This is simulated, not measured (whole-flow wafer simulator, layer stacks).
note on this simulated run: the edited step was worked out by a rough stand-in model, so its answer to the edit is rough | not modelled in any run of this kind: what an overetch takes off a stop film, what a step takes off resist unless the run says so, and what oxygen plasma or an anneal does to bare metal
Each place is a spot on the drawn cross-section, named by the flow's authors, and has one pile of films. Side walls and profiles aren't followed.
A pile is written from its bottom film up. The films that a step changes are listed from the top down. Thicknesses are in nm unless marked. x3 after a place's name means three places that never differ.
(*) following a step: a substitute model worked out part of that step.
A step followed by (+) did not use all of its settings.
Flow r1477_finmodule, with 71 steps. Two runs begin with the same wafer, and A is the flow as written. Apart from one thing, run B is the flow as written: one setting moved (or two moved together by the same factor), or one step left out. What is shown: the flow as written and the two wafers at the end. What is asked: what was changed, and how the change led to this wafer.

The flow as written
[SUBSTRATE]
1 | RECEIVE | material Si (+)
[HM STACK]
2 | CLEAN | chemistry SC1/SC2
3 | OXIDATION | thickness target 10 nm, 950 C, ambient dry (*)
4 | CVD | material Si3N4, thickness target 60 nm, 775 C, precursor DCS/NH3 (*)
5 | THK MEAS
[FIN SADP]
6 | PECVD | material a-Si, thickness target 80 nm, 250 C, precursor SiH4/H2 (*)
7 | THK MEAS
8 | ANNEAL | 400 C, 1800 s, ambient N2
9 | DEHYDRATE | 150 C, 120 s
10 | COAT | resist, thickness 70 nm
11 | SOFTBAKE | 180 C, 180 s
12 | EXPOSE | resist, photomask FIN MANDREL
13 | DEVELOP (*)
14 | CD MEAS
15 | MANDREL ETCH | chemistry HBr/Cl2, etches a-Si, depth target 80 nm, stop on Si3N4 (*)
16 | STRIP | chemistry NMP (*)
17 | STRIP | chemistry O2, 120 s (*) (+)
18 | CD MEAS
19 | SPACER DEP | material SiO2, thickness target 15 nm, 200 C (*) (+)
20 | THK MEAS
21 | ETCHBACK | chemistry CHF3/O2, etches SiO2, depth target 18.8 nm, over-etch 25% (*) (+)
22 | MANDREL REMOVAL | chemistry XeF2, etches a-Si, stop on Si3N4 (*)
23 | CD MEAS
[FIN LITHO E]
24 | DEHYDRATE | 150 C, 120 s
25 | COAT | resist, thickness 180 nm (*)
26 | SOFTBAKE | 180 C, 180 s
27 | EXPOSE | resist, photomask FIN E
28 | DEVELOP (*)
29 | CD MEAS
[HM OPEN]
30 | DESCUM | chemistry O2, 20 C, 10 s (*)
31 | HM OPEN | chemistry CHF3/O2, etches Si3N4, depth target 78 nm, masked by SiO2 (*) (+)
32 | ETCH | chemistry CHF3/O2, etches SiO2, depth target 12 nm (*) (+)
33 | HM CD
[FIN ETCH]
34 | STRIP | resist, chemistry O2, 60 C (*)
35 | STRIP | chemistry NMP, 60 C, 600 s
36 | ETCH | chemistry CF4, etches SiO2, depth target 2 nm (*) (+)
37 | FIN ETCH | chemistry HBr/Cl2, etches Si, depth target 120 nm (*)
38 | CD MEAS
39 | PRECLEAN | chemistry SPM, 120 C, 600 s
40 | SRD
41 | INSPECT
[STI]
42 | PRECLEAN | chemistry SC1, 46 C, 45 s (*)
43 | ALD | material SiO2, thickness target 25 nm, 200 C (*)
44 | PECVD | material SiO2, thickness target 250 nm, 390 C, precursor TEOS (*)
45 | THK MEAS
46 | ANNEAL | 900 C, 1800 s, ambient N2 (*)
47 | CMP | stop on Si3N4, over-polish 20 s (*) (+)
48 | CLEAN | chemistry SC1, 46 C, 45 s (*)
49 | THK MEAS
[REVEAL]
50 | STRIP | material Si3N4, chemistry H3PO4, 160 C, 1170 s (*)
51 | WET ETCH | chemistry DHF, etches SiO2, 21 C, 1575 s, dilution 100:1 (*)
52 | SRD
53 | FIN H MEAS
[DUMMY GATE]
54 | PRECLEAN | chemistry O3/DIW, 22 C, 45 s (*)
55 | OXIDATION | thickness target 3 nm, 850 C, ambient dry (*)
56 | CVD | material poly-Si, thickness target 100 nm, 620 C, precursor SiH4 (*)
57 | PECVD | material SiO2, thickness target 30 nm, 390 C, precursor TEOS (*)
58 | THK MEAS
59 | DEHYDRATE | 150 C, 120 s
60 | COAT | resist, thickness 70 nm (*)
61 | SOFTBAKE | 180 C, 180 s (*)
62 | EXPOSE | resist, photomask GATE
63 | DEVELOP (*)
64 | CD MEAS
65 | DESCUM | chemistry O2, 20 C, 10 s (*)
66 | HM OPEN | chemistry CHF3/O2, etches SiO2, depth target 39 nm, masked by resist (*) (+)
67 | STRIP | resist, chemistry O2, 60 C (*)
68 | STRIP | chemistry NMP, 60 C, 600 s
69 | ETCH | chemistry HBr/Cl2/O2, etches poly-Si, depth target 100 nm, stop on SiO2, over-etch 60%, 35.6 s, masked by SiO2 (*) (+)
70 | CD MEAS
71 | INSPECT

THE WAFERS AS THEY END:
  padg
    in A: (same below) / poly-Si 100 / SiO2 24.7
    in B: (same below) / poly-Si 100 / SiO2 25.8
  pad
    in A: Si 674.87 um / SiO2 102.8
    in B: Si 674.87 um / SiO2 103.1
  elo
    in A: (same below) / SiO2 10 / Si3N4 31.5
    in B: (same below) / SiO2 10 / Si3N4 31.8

The reason: step 69, ETCH: depth target 80 nm was run, whereas the flow has depth target 100 nm.

How this came from the change, step by step:
  69 | ETCH | chemistry HBr/Cl2/O2, etches poly-Si, depth target 100 nm, stop on SiO2, over-etch 60%, 35.6 s, masked by SiO2 (*) (+)
      padg, elg, esg and 15 more: A -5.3 SiO2 | B -4.24 SiO2
